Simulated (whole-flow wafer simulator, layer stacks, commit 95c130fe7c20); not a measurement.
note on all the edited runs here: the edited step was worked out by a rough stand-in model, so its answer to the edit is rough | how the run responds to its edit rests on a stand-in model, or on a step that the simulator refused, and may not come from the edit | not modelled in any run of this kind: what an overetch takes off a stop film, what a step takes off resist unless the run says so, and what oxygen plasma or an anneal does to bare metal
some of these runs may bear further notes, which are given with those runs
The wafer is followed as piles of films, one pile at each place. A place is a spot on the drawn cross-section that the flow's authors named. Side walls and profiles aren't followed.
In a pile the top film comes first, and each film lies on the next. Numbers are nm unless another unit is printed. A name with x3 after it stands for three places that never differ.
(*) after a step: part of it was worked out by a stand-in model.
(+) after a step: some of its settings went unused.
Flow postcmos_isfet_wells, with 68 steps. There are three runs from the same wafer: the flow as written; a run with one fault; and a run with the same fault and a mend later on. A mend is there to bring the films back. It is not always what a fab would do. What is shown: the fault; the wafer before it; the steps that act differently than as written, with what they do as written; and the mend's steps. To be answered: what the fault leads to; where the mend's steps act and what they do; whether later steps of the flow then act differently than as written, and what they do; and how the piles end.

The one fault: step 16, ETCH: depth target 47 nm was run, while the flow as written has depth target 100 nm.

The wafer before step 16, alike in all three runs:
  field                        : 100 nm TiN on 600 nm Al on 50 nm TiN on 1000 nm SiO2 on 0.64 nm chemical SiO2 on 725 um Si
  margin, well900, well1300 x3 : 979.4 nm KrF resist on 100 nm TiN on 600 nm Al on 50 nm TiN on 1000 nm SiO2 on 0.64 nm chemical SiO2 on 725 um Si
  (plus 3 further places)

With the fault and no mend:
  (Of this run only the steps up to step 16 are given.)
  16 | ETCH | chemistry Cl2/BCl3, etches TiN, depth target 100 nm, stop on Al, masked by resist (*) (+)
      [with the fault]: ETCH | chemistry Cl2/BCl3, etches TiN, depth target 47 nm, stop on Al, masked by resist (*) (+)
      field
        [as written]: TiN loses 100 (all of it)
        [with the fault]: TiN loses 47
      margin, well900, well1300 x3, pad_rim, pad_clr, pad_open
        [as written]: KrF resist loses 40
        [with the fault]: KrF resist loses 18.8
  Once step 16 is done, the piles at field, margin, well900, well1300 x3, pad_rim, pad_clr, pad_open depart from the flow's by more than 2% or 0.5 nm, whichever is larger.
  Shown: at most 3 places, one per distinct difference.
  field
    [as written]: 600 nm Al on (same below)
    [with the fault]: 53 nm TiN on 600 nm Al on (same below)
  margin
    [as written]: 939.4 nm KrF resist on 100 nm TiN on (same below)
    [with the fault]: 960.6 nm KrF resist on 100 nm TiN on (same below)

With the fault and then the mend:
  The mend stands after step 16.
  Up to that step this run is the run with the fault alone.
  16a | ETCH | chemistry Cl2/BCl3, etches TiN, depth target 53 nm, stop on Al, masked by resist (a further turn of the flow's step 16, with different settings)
      margin, well900, well1300 x3, pad_rim, pad_clr, pad_open
        KrF resist loses 21.2
      field
        TiN loses 53 (all of it)
  Every later step of the flow that is run acts as written at every place that is followed.
  At every place that both follow, the piles at the end match the flow's.
